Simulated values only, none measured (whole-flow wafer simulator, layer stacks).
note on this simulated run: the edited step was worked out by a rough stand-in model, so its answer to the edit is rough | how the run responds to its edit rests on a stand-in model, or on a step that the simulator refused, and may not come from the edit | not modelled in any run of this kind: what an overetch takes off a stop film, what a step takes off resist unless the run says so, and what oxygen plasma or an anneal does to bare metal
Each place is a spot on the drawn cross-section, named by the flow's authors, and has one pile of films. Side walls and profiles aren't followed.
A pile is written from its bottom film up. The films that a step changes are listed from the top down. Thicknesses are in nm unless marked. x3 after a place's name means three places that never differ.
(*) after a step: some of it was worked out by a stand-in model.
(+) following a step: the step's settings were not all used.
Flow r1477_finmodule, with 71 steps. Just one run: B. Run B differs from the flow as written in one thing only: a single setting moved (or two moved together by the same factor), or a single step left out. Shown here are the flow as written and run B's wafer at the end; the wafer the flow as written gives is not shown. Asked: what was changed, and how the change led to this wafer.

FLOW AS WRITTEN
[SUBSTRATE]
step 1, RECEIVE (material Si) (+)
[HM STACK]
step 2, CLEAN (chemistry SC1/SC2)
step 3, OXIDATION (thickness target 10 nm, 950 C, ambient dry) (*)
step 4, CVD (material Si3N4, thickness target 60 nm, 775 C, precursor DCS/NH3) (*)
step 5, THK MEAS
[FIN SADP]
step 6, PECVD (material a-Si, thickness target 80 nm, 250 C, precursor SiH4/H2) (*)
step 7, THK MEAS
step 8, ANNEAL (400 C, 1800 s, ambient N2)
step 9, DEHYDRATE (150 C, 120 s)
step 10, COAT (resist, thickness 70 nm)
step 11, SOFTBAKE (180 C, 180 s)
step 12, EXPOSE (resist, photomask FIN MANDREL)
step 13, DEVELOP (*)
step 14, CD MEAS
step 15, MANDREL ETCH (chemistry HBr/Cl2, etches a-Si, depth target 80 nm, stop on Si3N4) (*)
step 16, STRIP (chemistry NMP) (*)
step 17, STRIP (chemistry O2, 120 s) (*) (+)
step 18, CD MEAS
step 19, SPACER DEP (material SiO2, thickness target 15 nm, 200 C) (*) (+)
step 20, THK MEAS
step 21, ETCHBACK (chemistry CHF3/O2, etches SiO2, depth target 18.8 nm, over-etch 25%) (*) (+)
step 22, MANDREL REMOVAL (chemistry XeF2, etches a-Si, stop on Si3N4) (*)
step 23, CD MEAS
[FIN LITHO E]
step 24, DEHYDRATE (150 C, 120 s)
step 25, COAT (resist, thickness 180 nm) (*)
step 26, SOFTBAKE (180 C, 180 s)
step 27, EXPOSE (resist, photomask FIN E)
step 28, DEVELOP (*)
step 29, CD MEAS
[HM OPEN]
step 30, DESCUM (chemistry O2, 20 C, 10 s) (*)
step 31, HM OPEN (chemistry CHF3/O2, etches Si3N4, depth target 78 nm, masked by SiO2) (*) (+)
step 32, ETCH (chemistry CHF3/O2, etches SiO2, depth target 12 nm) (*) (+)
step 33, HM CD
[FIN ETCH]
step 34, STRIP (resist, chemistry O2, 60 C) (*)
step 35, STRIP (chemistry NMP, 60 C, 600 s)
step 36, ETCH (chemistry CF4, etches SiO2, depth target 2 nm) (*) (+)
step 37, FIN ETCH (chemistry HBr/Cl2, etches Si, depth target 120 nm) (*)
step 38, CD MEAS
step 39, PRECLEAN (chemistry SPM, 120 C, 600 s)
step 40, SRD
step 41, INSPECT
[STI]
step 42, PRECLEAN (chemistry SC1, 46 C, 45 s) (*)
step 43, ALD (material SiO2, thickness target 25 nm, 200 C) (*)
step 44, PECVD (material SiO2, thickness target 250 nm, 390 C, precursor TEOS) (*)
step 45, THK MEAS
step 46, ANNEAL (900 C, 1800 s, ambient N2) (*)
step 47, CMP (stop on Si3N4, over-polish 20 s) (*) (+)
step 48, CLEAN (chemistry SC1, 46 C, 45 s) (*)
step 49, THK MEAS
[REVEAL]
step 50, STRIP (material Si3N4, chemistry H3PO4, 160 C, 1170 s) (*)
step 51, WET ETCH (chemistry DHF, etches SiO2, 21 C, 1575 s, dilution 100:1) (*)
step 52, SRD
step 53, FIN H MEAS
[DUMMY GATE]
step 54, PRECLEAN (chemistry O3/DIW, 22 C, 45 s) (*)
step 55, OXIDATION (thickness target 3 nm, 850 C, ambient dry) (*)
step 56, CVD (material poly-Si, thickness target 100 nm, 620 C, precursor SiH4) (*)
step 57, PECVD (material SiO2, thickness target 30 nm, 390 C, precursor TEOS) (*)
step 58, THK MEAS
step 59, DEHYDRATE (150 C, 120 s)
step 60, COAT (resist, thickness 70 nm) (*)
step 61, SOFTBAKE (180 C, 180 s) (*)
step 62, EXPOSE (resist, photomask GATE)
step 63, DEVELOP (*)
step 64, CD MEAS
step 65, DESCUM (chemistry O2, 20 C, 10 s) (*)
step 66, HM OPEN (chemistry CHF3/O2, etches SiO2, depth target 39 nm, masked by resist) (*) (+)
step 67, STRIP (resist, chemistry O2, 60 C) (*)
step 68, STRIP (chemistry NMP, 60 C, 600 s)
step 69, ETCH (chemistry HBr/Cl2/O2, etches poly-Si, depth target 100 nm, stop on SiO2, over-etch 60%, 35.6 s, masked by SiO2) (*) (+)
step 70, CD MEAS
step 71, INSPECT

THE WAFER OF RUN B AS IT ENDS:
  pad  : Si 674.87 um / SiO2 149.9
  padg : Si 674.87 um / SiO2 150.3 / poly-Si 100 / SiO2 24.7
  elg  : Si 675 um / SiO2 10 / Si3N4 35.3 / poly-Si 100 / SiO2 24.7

What caused this: step 51, WET ETCH: 709 s was run, while the flow as written has 1575 s.

Step by step, how the change led to this:
  step 51, WET ETCH (chemistry DHF, etches SiO2, 21 C, 1575 s, dilution 100:1) (*)
      pad, padg, e40sg and 12 more: SiO2 loses 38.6 (as written it would have been: SiO2 loses 85.7)
      elg, e40lg, e100lg, e200lg, elo, e40lo, e100lo, e200lo: SiO2 loses 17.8 (all of it), Si3N4 loses 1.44 (as written it would have been: SiO2 loses 17.8 (all of it), Si3N4 loses 4.97)
      (as well as at 7 more places)
  step 56, CVD (material poly-Si, thickness target 100 nm, 620 C, precursor SiH4) (*)
      s40sg_line, s45sg_line, s50sg_line, s40so_line, s45so_line, s50so_line: poly-Si gains 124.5 (new film) (as written it would have been: poly-Si gains 100 (new film))
      s40cg, s40co: poly-Si gains 100 (new film) (as written it would have been: poly-Si gains 113.9 (new film))
      (as well as at 5 more places)
  step 60, COAT (resist, thickness 70 nm) (*)
      e40lg, e100lg, elo, e40lo, e100lo: resist gains 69 (new film) (as written it would have been: resist gains 66.9 (new film))
      e40sg, eso, e40so: resist gains 88.1 (new film) (as written it would have been: resist gains 129.5 (new film))
      (as well as at 22 more places)
  step 63, DEVELOP (*)
      elo, e40lo, e100lo: resist loses 69 (all of it) (as written it would have been: resist loses 66.9 (all of it))
      eso, e40so: resist loses 88.1 (all of it) (as written it would have been: resist loses 129.5 (all of it))
      (as well as at 11 more places)
  step 67, STRIP (resist, chemistry O2, 60 C) (*)
      e40lg, e100lg: resist loses 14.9 (all of it) (as written it would have been: resist loses 12.8 (all of it))
      e40sg: resist loses 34 (all of it) (as written it would have been: resist loses 75.4 (all of it))
      (as well as at 12 more places)
  step 69, ETCH (chemistry HBr/Cl2/O2, etches poly-Si, depth target 100 nm, stop on SiO2, over-etch 60%, 35.6 s, masked by SiO2) (*) (+)
      s40so_line, s45so_line, s50so_line: chemical SiO2 loses 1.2 (all of it), poly-Si loses 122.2 (all of it), SiO2 loses 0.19 (as written it would have been: chemical SiO2 loses 1.46 (all of it), poly-Si loses 97.6 (all of it), SiO2 loses 0.42)
      s40co: chemical SiO2 loses 1.2 (all of it), poly-Si loses 97.7 (all of it), SiO2 loses 0.42 (as written it would have been: chemical SiO2 loses 1.46 (all of it), poly-Si loses 111.5 (all of it), SiO2 loses 0.24)
      (as well as at 2 more places)
